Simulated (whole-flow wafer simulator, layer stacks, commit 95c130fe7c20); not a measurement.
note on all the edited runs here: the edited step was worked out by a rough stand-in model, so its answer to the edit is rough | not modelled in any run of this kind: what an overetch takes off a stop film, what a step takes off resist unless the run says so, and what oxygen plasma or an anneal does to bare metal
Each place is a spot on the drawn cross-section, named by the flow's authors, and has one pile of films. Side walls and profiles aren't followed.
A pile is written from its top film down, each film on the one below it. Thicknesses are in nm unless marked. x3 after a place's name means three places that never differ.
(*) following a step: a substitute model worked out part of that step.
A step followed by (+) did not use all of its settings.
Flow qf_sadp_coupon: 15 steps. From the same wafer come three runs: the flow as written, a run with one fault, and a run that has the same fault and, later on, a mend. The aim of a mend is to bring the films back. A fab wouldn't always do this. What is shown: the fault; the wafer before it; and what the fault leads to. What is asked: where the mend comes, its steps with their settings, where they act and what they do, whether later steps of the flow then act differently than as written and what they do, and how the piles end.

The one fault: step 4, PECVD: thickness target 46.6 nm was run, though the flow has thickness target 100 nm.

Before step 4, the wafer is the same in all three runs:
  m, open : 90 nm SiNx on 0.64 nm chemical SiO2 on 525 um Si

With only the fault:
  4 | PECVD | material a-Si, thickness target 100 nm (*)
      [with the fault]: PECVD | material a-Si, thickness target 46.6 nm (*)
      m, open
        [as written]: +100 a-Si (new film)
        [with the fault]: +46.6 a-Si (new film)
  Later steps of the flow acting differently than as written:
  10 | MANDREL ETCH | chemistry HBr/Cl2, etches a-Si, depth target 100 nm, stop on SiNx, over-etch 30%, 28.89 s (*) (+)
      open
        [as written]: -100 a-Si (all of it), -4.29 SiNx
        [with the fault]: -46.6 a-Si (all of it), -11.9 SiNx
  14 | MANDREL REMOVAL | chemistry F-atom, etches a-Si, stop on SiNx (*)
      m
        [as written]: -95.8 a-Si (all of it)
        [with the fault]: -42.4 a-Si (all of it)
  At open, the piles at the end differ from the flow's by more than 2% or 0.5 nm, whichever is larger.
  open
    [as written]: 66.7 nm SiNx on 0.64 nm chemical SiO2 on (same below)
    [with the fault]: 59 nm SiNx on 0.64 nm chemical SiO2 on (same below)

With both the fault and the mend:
  The mend stands after step 4.
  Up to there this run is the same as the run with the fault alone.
  4a | ETCH | chemistry tmah, depth target 53.59 nm
      m, open
        -46.6 a-Si (all of it)
  4b | PECVD | material a-Si, thickness target 100 nm (*) (the flow's step 4, run once more)
      m, open
        +100 a-Si (new film)
  None of the later steps of the flow acts differently than as written at any place that is followed.
  At every place that both follow, the piles at the end match the flow's.
